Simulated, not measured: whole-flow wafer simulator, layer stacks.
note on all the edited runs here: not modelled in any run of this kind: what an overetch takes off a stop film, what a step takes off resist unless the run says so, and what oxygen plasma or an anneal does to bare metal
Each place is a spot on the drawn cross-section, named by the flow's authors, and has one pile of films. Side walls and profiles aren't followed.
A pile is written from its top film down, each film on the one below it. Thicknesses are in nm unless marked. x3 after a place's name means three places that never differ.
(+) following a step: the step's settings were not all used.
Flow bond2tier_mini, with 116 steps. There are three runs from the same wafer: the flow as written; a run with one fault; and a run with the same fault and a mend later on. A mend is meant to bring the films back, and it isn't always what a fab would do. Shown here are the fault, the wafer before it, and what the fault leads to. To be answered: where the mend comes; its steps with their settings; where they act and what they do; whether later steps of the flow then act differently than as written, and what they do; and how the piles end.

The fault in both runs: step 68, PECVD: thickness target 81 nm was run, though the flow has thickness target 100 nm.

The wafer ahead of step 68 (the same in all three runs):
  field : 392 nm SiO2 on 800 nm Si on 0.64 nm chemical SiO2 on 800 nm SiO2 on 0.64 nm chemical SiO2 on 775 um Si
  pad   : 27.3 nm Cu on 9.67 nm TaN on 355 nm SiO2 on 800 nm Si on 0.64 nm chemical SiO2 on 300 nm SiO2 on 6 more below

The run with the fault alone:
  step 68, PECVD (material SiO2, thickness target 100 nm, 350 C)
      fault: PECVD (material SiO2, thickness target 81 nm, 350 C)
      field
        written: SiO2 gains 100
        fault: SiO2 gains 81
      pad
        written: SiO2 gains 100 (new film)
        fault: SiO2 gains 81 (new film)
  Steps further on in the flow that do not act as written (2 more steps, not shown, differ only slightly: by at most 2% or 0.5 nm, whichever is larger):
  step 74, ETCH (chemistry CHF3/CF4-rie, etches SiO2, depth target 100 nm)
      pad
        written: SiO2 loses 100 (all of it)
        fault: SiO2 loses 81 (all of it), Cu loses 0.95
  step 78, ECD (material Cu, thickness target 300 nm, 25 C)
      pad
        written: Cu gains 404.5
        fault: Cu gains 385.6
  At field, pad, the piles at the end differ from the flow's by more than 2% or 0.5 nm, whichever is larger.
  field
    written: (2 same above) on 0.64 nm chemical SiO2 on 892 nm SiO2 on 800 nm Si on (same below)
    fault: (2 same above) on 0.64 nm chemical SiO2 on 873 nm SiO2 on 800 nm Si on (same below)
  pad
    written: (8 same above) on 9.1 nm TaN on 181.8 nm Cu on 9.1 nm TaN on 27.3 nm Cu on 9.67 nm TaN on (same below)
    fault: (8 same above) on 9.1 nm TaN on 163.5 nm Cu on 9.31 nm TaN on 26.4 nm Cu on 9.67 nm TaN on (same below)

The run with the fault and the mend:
  The mend stands after step 73.
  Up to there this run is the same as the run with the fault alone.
  step 73a, STRIP (chemistry O2, over-ash 100%) (+)
      field
        KrF resist loses 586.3 (all of it)
  step 73b, PECVD (material SiO2, thickness target 19 nm, 350 C) (the flow's step 68, run once more with other settings)
      field, pad
        SiO2 gains 19
  step 73c, COAT (KrF resist, thickness 600 nm) (the flow's step 69, run once more)
      field, pad
        KrF resist gains 600 (new film)
  step 73d, SOFTBAKE (KrF resist) (the flow's step 70, run once more)
      leaves every film unchanged at each place that is followed
  step 73e, EXPOSE (photomask T2PAD, NA 0.6) (the flow's step 71, run once more)
      leaves every film unchanged at each place that is followed
  step 73f, PEB (KrF resist) (the flow's step 72, run once more)
      leaves every film unchanged at each place that is followed
  step 73g, DEVELOP (developer TMAH-0.26N, 60 s) (the flow's step 73, run once more)
      field
        KrF resist loses 13.7
      pad
        KrF resist loses 600 (all of it)
  Every later step of the flow that is run acts as written at every place that is followed.
  By the end, the piles equal the flow's at every place that both follow.
